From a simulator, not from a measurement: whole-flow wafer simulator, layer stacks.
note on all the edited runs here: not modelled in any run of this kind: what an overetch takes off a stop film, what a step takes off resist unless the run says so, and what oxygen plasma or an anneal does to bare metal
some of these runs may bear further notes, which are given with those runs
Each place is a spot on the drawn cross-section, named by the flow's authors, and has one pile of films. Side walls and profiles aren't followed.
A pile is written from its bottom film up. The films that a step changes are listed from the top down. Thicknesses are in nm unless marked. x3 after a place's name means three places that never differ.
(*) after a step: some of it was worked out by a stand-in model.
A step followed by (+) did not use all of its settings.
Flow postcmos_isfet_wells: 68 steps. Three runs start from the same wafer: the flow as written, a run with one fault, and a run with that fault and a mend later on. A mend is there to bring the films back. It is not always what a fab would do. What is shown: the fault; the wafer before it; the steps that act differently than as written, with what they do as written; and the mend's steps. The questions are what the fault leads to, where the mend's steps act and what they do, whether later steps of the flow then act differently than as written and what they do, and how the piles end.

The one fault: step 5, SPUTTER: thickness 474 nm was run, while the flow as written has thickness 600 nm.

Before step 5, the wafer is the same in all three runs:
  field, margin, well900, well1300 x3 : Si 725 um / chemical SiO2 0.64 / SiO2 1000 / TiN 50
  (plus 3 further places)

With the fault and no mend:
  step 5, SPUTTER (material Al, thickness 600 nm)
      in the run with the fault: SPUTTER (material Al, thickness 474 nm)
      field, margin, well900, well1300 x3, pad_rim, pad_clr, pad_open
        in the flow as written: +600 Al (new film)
        in the run with the fault: +474 Al (new film)
  Steps later in the flow that act otherwise than as written:
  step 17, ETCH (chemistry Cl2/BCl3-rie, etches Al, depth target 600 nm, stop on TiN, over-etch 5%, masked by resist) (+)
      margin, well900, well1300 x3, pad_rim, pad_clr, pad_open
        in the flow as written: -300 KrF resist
        in the run with the fault: -248.9 KrF resist
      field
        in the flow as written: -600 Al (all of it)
        in the run with the fault: -474 Al (all of it)
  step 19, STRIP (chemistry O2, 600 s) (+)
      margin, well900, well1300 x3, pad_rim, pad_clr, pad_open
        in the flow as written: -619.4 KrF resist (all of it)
        in the run with the fault: -670.5 KrF resist (all of it)
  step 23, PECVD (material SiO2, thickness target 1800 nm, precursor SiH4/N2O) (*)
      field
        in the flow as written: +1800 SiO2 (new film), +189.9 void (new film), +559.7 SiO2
        in the run with the fault: +2423.6 SiO2
  By the end, the piles at field, margin, well900, well1300 x3, pad_rim, pad_clr, pad_open depart from the flow's by more than 2% or 0.5 nm, whichever is larger.
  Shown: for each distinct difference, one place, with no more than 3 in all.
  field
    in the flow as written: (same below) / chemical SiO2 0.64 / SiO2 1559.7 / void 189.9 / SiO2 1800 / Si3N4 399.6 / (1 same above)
    in the run with the fault: (same below) / chemical SiO2 0.64 / SiO2 3423.6 / Si3N4 399.6 / (1 same above)
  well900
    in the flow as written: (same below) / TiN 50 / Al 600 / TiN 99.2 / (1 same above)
    in the run with the fault: (same below) / TiN 50 / Al 474 / TiN 99.2 / (1 same above)
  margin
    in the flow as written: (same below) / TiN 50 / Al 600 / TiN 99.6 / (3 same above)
    in the run with the fault: (same below) / TiN 50 / Al 474 / TiN 99.6 / (3 same above)

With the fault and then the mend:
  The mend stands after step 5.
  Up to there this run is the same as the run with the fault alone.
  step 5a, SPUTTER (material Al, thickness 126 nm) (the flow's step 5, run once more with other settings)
      field, margin, well900, well1300 x3, pad_rim, pad_clr, pad_open
        +126 Al
  Every later step of the flow that is run acts as written at every place that is followed.
  At every place that both follow, the piles at the end match the flow's.
